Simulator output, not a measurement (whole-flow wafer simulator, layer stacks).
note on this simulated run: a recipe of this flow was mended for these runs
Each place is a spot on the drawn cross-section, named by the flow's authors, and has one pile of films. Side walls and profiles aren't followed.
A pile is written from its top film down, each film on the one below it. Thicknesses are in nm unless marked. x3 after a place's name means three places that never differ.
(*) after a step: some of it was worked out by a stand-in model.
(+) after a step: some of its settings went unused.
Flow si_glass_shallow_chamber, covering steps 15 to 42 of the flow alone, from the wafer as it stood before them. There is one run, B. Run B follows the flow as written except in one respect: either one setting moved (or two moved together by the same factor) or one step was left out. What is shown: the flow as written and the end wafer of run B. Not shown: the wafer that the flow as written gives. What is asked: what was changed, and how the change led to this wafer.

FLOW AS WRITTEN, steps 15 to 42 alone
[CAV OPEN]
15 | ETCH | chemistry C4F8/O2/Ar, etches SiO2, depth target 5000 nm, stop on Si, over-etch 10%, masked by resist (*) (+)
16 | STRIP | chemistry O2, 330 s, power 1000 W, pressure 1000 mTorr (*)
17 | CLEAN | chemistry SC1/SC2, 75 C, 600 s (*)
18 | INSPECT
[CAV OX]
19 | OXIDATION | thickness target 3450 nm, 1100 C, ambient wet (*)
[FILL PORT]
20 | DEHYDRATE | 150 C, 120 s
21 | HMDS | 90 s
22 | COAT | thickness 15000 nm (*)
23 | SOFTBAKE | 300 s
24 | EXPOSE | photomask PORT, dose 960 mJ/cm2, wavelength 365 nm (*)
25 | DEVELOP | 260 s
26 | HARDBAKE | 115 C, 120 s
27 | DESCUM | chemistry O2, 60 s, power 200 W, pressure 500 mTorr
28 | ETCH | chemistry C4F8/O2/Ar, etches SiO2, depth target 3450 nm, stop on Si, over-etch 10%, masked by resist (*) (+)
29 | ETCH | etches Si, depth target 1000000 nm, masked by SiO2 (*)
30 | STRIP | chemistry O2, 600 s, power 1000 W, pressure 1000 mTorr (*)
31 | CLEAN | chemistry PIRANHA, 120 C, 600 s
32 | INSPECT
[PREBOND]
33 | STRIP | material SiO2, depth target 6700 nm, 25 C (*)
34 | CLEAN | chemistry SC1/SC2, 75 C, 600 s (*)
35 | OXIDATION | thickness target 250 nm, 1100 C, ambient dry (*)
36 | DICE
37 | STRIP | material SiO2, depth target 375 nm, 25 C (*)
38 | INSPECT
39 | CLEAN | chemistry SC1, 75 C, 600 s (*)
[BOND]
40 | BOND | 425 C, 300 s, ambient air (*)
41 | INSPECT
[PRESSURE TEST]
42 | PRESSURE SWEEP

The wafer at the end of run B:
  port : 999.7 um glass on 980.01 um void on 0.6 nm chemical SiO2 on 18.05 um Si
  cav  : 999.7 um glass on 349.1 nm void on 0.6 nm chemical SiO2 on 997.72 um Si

What caused this: step 15, ETCH: depth target 2500 nm was run, while the flow as written has depth target 5000 nm.

Step by step, how the change led to this:
  15 | ETCH | chemistry C4F8/O2/Ar, etches SiO2, depth target 5000 nm, stop on Si, over-etch 10%, masked by resist (*) (+)
      cav, port: -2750 SiO2 (in the flow as written it would be: -5000 SiO2 (all of it), -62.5 Si)
      rim, ramp, septum, ring: -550 thick-i-line-resist (in the flow as written it would be: -1100 thick-i-line-resist)
  16 | STRIP | chemistry O2, 330 s, power 1000 W, pressure 1000 mTorr (*)
      cav, port: nothing (in the flow as written it would be: +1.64 chemical SiO2 (new film), -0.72 Si)
      rim, ramp, septum, ring: -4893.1 thick-i-line-resist (all of it) (in the flow as written it would be: -4343.1 thick-i-line-resist (all of it))
  17 | CLEAN | chemistry SC1/SC2, 75 C, 600 s (*)
      cav, port: -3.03 SiO2 (in the flow as written it would be: -1.04 chemical SiO2, -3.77 Si)
  19 | OXIDATION | thickness target 3450 nm, 1100 C, ambient wet (*)
      cav, port: +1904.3 SiO2, -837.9 Si (in the flow as written it would be: +3450 SiO2 (new film), -0.6 chemical SiO2 (all of it), -1517.7 Si)
  22 | COAT | thickness 15000 nm (*)
      rim: +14 um thick-i-line-resist (new film) (in the flow as written it would be: +13.4 um thick-i-line-resist (new film))
      ramp: +13.69 um thick-i-line-resist (new film) (in the flow as written it would be: +12.89 um thick-i-line-resist (new film))
      (as well as at 4 more places)
  23 | SOFTBAKE | 300 s
      rim: -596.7 thick-i-line-resist (in the flow as written it would be: -997 thick-i-line-resist)
      ramp: -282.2 thick-i-line-resist (in the flow as written it would be: -487.1 thick-i-line-resist)
      (as well as at 4 more places)
  25 | DEVELOP | 260 s
      port: -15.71 um thick-i-line-resist (all of it) (in the flow as written it would be: -16.16 um thick-i-line-resist (all of it))
  26 | HARDBAKE | 115 C, 120 s
      rim, ramp: -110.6 thick-i-line-resist (in the flow as written it would be: -98.2 thick-i-line-resist)
      cav: -137.5 thick-i-line-resist (in the flow as written it would be: -147.1 thick-i-line-resist)
  28 | ETCH | chemistry C4F8/O2/Ar, etches SiO2, depth target 3450 nm, stop on Si, over-etch 10%, masked by resist (*) (+)
      port: -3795 SiO2 (in the flow as written it would be: -3450 SiO2 (all of it), -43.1 Si)
  29 | ETCH | etches Si, depth target 1000000 nm, masked by SiO2 (*)
      port: -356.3 SiO2 (all of it), -979.66 um Si (in the flow as written it would be: +997.05 um hole (new film), -997.05 um Si (all of it))
      rim, ramp: -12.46 um thick-i-line-resist (all of it), -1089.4 SiO2 (in the flow as written it would be: -11.47 um thick-i-line-resist (all of it), -1617.3 SiO2)
      (as well as at 2 more places)
  30 | STRIP | chemistry O2, 600 s, power 1000 W, pressure 1000 mTorr (*)
      port: +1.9 chemical SiO2 (new film), -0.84 Si (in the flow as written it would be: nothing)
      cav: -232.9 thick-i-line-resist (all of it) (in the flow as written it would be: -669.6 thick-i-line-resist (all of it))
  33 | STRIP | material SiO2, depth target 6700 nm, 25 C (*)
      port: -1.9 chemical SiO2 (all of it) (in the flow as written it would be: nothing)
      rim, ramp: -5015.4 SiO2 (all of it) (in the flow as written it would be: -4487.5 SiO2 (all of it))
      (as well as at 1 more place)
  34 | CLEAN | chemistry SC1/SC2, 75 C, 600 s (*)
      port: +0.6 chemical SiO2 (new film), -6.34 Si (in the flow as written it would be: nothing)
  35 | OXIDATION | thickness target 250 nm, 1100 C, ambient dry (*)
      port: +250 SiO2 (new film), -0.6 chemical SiO2 (all of it), -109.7 Si (in the flow as written it would be: nothing)
  37 | STRIP | material SiO2, depth target 375 nm, 25 C (*)
      port: -250 SiO2 (all of it) (in the flow as written it would be: nothing)
  39 | CLEAN | chemistry SC1, 75 C, 600 s (*)
      port: +0.6 chemical SiO2 (new film), -6.34 Si (in the flow as written it would be: nothing)
  40 | BOND | 425 C, 300 s, ambient air (*)
      port: +999.7 um glass (new film), +980.01 um void (new film) (in the flow as written it would be: +999.7 um glass (new film), +1017.3 hole)
      cav: +999.7 um glass (new film), +349.1 void (new film) (in the flow as written it would be: +999.7 um glass (new film), +1095.9 void (new film))
